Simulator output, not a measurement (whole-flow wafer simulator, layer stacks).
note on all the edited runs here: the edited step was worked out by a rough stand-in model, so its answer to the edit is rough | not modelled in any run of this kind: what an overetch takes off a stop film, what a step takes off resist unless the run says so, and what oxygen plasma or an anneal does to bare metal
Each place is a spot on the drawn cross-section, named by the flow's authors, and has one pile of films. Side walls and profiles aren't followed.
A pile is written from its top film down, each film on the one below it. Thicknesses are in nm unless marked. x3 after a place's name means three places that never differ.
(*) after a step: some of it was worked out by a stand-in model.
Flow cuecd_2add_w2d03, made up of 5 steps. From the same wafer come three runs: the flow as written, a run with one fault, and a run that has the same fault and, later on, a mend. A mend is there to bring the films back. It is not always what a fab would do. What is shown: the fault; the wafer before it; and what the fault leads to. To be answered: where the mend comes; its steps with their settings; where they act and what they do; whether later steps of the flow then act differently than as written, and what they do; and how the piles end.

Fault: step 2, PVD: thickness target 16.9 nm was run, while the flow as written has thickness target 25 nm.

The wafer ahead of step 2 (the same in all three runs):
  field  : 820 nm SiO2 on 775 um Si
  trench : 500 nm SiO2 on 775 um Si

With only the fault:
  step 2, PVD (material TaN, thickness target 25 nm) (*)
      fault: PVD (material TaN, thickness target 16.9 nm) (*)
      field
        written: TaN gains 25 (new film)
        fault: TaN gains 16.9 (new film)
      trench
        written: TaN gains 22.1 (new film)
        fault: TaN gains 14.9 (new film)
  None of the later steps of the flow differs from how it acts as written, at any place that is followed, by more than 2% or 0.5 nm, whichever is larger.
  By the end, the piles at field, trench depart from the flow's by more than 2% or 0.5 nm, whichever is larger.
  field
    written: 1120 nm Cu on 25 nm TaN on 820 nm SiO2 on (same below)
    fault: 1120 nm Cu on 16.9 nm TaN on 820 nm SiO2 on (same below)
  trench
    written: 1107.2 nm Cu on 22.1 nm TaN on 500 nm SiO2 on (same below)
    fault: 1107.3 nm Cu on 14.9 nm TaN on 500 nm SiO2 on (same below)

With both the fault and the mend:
  The mend stands after step 2.
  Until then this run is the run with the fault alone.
  step 2a, PVD (material TaN, thickness target 8.1 nm) (*) (the flow's step 2 again, with other settings)
      field
        TaN gains 8.1
      trench
        TaN gains 7.15
  None of the later steps of the flow acts differently than as written at any place that is followed.
  By the end, the piles equal the flow's at every place that both follow.
